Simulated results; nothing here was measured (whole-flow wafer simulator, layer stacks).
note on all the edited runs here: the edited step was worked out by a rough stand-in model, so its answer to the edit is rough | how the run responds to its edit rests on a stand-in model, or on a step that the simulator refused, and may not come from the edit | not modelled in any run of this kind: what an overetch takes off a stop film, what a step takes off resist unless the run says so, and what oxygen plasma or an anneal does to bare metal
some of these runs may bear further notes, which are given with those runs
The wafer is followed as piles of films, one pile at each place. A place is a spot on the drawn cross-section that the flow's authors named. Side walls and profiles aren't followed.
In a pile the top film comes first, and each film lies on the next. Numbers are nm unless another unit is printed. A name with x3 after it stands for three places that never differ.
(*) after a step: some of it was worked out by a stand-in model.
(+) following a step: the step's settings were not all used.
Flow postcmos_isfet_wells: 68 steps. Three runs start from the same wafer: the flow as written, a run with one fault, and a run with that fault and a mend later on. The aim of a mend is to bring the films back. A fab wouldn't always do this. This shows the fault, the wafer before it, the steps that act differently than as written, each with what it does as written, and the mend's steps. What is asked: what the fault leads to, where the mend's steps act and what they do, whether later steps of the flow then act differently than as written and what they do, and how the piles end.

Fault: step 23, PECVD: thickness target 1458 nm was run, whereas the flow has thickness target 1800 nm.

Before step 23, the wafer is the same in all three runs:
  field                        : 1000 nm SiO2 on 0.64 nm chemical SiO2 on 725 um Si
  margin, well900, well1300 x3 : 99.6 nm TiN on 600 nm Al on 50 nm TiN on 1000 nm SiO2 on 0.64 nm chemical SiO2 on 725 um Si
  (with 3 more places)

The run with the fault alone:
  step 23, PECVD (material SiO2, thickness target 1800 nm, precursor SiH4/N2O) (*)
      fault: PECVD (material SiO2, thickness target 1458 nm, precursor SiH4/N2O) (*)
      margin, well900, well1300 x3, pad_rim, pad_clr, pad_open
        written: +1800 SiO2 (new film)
        fault: +1458 SiO2 (new film)
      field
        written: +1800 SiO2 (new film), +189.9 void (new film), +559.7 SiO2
        fault: +1458 SiO2 (new film), +190 void (new film), +559.6 SiO2
  Later steps of the flow acting differently than as written (1 other step is not shown; it differs only slightly, by no more than 2% or 0.5 nm, whichever is larger):
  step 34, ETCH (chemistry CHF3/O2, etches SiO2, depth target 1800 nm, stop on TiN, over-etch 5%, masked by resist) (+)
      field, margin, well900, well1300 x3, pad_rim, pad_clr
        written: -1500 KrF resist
        fault: -1275.8 KrF resist
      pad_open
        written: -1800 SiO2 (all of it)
        fault: -1458 SiO2 (all of it)
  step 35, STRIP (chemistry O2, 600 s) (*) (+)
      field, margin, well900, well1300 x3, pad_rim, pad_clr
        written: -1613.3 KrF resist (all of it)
        fault: -1837.6 KrF resist (all of it)
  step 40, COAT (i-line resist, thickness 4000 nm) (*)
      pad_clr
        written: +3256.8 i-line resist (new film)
        fault: +3364.6 i-line resist (new film)
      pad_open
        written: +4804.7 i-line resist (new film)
        fault: +4681.5 i-line resist (new film)
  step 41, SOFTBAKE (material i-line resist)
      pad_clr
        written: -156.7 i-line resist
        fault: -123.5 i-line resist
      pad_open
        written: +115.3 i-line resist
        fault: +99.9 i-line resist
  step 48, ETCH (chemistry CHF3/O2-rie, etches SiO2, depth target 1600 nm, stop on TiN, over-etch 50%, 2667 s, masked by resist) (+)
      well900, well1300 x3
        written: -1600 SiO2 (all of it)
        fault: -1258 SiO2 (all of it)
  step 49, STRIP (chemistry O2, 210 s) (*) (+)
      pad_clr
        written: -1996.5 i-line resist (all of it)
        fault: -2137.4 i-line resist (all of it)
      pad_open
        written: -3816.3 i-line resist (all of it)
        fault: -3677.8 i-line resist (all of it)
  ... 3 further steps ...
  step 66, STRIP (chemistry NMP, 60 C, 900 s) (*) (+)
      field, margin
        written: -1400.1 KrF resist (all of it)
        fault: -1562.3 KrF resist (all of it)
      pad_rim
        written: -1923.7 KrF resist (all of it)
        fault: -2000.8 KrF resist (all of it)
  At field, margin, pad_rim, pad_clr, the piles at the end differ from the flow's by more than 2% or 0.5 nm, whichever is larger.
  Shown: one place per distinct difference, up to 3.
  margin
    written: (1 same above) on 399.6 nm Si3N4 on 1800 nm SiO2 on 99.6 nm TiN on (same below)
    fault: (1 same above) on 399.6 nm Si3N4 on 1458 nm SiO2 on 99.6 nm TiN on (same below)
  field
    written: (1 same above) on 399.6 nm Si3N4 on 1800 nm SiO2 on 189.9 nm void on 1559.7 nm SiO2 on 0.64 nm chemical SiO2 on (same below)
    fault: (1 same above) on 399.6 nm Si3N4 on 1458 nm SiO2 on 190 nm void on 1559.6 nm SiO2 on 0.64 nm chemical SiO2 on (same below)
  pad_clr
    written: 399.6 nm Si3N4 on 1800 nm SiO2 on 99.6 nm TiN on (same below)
    fault: 399.6 nm Si3N4 on 1458 nm SiO2 on 99.6 nm TiN on (same below)

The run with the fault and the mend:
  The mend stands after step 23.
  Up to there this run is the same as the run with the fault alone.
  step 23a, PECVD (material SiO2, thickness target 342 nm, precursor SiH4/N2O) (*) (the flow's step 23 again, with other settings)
      field, margin, well900, well1300 x3, pad_rim, pad_clr, pad_open
        +342 SiO2
  Every later step of the flow that is run acts as written at every place that is followed.
  At the end the piles are close to the flow's at the places that both follow, differing by at most 2% or 0.5 nm, whichever is larger.
